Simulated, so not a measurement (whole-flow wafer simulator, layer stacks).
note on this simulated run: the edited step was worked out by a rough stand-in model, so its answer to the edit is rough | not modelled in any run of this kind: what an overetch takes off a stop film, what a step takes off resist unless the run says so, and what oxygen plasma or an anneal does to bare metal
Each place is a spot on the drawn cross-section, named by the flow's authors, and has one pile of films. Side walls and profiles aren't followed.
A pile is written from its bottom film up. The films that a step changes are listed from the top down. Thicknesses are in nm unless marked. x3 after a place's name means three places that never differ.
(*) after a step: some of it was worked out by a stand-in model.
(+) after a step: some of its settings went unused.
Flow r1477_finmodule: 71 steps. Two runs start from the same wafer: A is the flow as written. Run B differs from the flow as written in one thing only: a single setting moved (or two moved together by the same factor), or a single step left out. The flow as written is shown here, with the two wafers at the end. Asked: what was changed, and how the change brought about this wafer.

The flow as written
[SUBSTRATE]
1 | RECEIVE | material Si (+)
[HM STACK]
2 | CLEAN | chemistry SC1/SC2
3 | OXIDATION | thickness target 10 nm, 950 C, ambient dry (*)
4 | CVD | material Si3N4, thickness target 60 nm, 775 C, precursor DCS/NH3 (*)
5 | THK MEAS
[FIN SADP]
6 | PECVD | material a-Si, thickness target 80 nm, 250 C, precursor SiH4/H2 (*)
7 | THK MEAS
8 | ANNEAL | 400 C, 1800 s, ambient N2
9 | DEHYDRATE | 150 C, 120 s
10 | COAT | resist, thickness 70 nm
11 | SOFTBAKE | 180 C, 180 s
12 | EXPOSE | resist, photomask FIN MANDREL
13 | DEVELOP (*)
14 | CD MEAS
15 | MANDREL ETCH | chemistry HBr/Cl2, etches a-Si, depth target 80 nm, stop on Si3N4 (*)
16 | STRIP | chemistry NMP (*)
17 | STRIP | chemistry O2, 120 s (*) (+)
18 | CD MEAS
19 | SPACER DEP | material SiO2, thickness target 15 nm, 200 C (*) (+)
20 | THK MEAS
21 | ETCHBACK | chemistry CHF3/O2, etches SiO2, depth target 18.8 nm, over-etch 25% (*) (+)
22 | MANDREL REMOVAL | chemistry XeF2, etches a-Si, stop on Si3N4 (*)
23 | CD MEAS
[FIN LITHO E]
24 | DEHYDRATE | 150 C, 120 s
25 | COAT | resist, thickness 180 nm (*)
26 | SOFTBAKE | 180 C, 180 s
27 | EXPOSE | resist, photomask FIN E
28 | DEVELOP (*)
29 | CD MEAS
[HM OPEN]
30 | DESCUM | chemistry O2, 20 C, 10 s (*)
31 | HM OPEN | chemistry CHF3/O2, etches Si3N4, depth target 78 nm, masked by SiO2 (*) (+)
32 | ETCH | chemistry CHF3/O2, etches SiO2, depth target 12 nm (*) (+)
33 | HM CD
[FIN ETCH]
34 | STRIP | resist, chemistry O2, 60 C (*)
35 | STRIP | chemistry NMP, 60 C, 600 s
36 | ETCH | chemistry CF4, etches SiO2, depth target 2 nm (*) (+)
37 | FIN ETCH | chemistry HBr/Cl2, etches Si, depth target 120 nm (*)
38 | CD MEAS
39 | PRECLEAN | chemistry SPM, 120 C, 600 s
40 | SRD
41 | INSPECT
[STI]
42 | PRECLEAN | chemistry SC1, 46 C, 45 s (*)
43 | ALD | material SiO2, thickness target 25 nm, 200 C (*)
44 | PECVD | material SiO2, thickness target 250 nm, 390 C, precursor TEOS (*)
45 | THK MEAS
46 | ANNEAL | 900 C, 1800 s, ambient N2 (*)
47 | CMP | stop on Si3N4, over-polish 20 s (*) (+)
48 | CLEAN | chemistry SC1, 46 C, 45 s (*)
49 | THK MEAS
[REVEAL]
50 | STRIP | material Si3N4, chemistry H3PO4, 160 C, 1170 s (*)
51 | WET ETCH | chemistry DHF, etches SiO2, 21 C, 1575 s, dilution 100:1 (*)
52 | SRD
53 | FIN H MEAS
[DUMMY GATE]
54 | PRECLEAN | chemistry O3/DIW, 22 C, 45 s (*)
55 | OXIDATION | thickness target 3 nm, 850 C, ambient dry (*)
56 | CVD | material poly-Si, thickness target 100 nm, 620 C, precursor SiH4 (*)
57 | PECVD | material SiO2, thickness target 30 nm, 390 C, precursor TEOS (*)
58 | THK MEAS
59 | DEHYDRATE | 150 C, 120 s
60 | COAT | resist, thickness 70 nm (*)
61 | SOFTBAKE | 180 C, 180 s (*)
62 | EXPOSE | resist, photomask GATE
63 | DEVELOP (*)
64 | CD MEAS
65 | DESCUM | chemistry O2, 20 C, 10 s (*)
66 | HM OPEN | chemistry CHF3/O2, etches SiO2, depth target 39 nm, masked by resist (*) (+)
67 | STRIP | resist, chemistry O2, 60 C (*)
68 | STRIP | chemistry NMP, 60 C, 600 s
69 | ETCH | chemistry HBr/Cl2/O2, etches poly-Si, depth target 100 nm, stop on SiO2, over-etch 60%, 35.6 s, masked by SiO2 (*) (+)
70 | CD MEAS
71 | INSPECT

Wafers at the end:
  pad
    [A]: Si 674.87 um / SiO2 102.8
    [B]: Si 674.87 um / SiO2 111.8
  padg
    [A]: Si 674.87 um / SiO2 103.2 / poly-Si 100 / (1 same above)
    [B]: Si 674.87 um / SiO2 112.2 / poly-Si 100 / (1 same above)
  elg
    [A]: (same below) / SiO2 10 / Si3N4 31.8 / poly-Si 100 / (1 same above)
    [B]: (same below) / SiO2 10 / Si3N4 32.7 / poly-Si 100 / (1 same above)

What caused this: step 51, WET ETCH: 18.31 C was run, whereas the flow has 21 C.

How this came from the change, step by step:
  51 | WET ETCH | chemistry DHF, etches SiO2, 21 C, 1575 s, dilution 100:1 (*)
      pad, padg, e40sg and 12 more: A SiO2 loses 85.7 | B SiO2 loses 76.7
      elg, e40lg, e100lg, e200lg, elo, e40lo, e100lo, e200lo: A SiO2 loses 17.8 (all of it), Si3N4 loses 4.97 | B SiO2 loses 17.8 (all of it), Si3N4 loses 3.99
      (and at 7 other places as well)
  56 | CVD | material poly-Si, thickness target 100 nm, 620 C, precursor SiH4 (*)
      s40cg, s40co: A poly-Si gains 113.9 (new film) | B poly-Si gains 105.6 (new film)
      s45cg, s45co: A poly-Si gains 113.4 (new film) | B poly-Si gains 105.1 (new film)
      (and at 3 other places as well)
  60 | COAT | resist, thickness 70 nm (*)
      e40sg, eso, e40so: A resist gains 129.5 (new film) | B resist gains 121.9 (new film)
      e100sg, e100so: A resist gains 129.4 (new film) | B resist gains 121.8 (new film)
      (and at 8 other places as well)
  63 | DEVELOP (*)
      eso, e40so: A resist loses 129.5 (all of it) | B resist loses 121.9 (all of it)
      e100so: A resist loses 129.4 (all of it) | B resist loses 121.8 (all of it)
      (and at 4 other places as well)
  67 | STRIP | resist, chemistry O2, 60 C (*)
      e40sg: A resist loses 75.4 (all of it) | B resist loses 67.8 (all of it)
      e100sg: A resist loses 75.3 (all of it) | B resist loses 67.7 (all of it)
      (and at 4 other places as well)
  69 | ETCH | chemistry HBr/Cl2/O2, etches poly-Si, depth target 100 nm, stop on SiO2, over-etch 60%, 35.6 s, masked by SiO2 (*) (+)
      s40co: A chemical SiO2 loses 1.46 (all of it), poly-Si loses 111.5 (all of it), SiO2 loses 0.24 | B chemical SiO2 loses 1.42 (all of it), poly-Si loses 103.2 (all of it), SiO2 loses 0.28
      s45co: A chemical SiO2 loses 1.46 (all of it), poly-Si loses 110.9 (all of it), SiO2 loses 0.25 | B chemical SiO2 loses 1.42 (all of it), poly-Si loses 102.7 (all of it), SiO2 loses 0.29
      (and at 1 other place as well)
